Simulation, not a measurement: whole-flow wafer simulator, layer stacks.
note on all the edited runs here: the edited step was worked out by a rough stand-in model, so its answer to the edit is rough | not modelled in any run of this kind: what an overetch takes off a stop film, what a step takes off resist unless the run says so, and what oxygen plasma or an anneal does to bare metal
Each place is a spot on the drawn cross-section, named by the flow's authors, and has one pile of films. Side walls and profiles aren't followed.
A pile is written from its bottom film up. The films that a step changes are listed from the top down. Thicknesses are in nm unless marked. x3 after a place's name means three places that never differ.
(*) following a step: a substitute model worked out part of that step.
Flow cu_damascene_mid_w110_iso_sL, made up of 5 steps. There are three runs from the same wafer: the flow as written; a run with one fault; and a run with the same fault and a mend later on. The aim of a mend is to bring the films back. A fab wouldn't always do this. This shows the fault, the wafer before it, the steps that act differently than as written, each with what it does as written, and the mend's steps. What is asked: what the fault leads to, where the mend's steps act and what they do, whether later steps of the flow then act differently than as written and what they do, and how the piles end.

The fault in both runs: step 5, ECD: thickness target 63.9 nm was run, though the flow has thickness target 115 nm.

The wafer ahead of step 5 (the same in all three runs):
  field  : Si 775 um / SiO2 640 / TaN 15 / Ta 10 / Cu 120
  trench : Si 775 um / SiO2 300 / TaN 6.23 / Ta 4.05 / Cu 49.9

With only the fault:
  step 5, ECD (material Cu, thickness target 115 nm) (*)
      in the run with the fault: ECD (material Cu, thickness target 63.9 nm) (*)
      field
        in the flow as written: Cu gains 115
        in the run with the fault: Cu gains 63.9
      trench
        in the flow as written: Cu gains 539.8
        in the run with the fault: Cu gains 488.7
  None of the later steps of the flow acts differently than as written at any place that is followed.
  By the end, the piles at field, trench depart from the flow's by more than 2% or 0.5 nm, whichever is larger.
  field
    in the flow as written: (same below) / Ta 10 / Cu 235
    in the run with the fault: (same below) / Ta 10 / Cu 183.9
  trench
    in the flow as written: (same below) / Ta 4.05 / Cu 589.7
    in the run with the fault: (same below) / Ta 4.05 / Cu 538.6

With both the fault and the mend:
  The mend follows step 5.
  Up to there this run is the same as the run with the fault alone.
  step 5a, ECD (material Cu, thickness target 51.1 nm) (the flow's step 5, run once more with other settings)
      field, trench
        Cu gains 51.1
  None of the later steps of the flow acts differently than as written at any place that is followed.
  At every place that both follow, the piles at the end match the flow's.
